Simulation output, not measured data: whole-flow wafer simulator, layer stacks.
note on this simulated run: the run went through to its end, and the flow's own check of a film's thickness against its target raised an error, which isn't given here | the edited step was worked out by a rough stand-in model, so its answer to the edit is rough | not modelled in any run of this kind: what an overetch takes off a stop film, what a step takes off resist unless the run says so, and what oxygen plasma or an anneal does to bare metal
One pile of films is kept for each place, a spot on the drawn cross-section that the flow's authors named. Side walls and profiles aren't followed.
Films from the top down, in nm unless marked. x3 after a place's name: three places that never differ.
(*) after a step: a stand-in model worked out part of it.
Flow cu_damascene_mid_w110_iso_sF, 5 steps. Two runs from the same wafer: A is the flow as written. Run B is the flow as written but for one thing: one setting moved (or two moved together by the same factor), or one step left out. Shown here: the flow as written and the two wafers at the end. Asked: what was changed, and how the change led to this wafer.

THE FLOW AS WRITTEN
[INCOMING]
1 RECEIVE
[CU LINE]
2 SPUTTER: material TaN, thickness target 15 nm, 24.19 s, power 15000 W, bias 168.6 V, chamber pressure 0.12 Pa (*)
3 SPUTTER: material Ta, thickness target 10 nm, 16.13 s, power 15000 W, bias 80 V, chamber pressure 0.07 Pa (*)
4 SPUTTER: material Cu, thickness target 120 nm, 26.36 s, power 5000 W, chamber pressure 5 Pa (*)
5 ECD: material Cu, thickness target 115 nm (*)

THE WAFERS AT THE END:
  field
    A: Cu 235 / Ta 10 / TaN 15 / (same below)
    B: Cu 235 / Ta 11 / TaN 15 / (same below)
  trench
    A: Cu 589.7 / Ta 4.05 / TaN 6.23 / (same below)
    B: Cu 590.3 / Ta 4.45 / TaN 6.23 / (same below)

The cause: step 3, SPUTTER: thickness target 11 nm was run, where the flow has thickness target 10 nm; step 3, SPUTTER: 17.74 s was run, where the flow has 16.13 s.
It can be read off the wafer: field has Ta 11, and step 3 as written asks for 10 nm.

How the change led to this, step by step:
  3 SPUTTER: material Ta, thickness target 10 nm, 16.13 s, power 15000 W, bias 80 V, chamber pressure 0.07 Pa (*)
      field: A Ta +10 (new film) | B Ta +11 (new film)
